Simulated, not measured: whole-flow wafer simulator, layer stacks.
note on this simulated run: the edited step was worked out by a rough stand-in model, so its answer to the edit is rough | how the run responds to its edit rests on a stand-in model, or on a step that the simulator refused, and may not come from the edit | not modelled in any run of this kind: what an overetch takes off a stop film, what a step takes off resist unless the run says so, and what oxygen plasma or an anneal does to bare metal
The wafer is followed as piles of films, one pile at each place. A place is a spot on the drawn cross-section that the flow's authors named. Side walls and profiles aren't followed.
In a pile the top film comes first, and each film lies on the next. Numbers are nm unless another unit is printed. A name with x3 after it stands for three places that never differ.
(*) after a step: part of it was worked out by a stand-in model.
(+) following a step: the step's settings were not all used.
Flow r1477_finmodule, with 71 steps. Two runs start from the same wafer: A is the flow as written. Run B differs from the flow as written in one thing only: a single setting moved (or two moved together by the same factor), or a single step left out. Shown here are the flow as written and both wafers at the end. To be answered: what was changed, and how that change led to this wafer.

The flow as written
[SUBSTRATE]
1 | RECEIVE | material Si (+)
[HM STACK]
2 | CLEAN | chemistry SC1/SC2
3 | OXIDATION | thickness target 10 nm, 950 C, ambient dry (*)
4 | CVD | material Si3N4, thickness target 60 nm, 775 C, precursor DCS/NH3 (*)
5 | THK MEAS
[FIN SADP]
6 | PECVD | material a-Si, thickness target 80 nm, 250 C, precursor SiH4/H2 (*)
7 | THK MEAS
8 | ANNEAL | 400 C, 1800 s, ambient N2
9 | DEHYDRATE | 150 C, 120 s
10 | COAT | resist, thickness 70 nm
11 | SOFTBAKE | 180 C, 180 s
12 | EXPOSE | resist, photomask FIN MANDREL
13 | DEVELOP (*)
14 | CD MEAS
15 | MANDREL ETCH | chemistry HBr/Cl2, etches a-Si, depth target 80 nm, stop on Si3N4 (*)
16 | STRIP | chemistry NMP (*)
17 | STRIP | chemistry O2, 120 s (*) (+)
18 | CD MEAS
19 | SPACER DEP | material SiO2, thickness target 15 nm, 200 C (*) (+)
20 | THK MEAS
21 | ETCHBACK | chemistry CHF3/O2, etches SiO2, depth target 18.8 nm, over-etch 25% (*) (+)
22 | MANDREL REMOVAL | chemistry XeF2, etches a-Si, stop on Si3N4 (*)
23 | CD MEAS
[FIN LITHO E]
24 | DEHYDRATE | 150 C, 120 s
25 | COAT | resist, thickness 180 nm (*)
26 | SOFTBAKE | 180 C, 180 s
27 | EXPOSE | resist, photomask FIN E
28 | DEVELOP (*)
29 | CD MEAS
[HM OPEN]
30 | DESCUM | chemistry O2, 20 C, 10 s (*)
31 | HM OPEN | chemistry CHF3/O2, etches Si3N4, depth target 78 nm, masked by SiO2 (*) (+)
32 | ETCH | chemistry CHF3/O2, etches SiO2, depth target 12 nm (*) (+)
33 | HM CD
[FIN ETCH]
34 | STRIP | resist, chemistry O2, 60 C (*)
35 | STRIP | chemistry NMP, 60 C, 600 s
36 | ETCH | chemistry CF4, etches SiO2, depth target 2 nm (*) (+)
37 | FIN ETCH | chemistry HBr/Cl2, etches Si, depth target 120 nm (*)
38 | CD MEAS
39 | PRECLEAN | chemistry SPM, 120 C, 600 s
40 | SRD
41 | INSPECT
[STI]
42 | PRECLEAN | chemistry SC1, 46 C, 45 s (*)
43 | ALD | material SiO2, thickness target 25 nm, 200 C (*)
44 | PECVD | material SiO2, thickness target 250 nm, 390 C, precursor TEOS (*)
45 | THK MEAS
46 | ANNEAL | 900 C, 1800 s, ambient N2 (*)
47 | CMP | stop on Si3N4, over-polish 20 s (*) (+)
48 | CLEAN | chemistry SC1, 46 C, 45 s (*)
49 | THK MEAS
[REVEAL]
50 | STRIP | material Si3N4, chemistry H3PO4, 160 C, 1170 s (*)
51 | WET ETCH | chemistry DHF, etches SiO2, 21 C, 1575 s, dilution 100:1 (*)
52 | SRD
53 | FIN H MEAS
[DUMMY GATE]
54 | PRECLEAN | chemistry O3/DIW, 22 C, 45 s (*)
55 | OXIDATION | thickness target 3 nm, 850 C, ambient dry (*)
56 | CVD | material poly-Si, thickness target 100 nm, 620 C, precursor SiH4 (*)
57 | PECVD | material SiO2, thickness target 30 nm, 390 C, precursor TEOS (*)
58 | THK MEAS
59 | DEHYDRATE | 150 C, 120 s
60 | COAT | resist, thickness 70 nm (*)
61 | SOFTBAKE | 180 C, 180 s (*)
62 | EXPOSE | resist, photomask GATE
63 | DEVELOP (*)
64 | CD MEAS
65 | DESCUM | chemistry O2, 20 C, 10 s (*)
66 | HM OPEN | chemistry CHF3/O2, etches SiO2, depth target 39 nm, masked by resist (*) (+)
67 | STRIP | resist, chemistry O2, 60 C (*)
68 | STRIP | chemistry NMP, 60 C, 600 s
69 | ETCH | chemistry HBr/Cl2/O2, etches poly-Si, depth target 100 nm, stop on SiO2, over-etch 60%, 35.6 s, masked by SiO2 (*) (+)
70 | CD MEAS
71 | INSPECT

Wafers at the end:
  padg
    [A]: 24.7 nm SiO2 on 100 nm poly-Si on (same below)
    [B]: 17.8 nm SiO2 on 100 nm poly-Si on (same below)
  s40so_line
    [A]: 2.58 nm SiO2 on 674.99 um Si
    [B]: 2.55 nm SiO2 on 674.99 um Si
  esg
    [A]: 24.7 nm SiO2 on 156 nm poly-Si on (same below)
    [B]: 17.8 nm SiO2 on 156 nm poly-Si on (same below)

Cause: step 57, PECVD: thickness target 23.1 nm was run, whereas the flow has thickness target 30 nm.

How this came from the change, step by step:
  57 | PECVD | material SiO2, thickness target 30 nm, 390 C, precursor TEOS (*)
      pad, padg, elg and 33 more: A SiO2 gains 30 (new film) | B SiO2 gains 23.1 (new film)
  66 | HM OPEN | chemistry CHF3/O2, etches SiO2, depth target 39 nm, masked by resist (*) (+)
      pad, elo, eso and 15 more: A SiO2 loses 30 (all of it), poly-Si loses 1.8 | B SiO2 loses 23.1 (all of it), poly-Si loses 2.31
      padg, elg, esg and 15 more: A resist loses 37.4 | B resist loses 33.2
  67 | STRIP | resist, chemistry O2, 60 C (*)
      padg, elg, esg: A resist loses 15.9 (all of it) | B resist loses 20.1 (all of it)
      e40lg, e100lg, e200lg: A resist loses 12.8 (all of it) | B resist loses 16.9 (all of it)
      (as well as at 12 more places)
